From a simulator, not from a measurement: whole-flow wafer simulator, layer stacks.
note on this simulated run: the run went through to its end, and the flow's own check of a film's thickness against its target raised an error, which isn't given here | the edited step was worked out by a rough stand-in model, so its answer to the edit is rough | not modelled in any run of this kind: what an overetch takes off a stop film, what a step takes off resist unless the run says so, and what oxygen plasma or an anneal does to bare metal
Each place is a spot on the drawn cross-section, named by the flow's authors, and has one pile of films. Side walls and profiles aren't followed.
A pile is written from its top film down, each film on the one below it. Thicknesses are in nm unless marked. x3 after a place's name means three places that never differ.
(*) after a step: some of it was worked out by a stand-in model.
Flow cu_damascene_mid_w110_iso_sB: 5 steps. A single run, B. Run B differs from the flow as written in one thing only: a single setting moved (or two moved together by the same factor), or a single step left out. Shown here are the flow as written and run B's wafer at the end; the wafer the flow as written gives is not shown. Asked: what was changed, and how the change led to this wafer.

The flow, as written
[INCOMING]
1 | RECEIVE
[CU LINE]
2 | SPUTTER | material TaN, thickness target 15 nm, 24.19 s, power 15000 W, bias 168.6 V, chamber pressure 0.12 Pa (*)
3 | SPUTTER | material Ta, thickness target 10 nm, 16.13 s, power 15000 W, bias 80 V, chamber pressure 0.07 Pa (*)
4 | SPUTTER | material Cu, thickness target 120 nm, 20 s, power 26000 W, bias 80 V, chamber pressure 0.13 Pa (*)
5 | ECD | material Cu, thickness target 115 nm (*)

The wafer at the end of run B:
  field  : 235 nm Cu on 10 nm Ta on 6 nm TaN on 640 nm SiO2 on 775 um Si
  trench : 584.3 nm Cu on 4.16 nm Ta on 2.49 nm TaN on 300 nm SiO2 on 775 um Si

What caused this: step 2, SPUTTER: thickness target 6 nm was run, whereas the flow has thickness target 15 nm; step 2, SPUTTER: 9.68 s was run, where the flow has 24.19 s.
One can read it off the wafer: field has TaN 6, and step 2 as written asks for 15 nm.

How this came from the change, step by step:
  2 | SPUTTER | material TaN, thickness target 15 nm, 24.19 s, power 15000 W, bias 168.6 V, chamber pressure 0.12 Pa (*)
      field: +6 TaN (new film) (it would be, as written: +15 TaN (new film))
      trench: +2.49 TaN (new film) (it would be, as written: +6.23 TaN (new film))
  4 | SPUTTER | material Cu, thickness target 120 nm, 20 s, power 26000 W, bias 80 V, chamber pressure 0.13 Pa (*)
      trench: +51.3 Cu (new film) (it would be, as written: +49.9 Cu (new film))
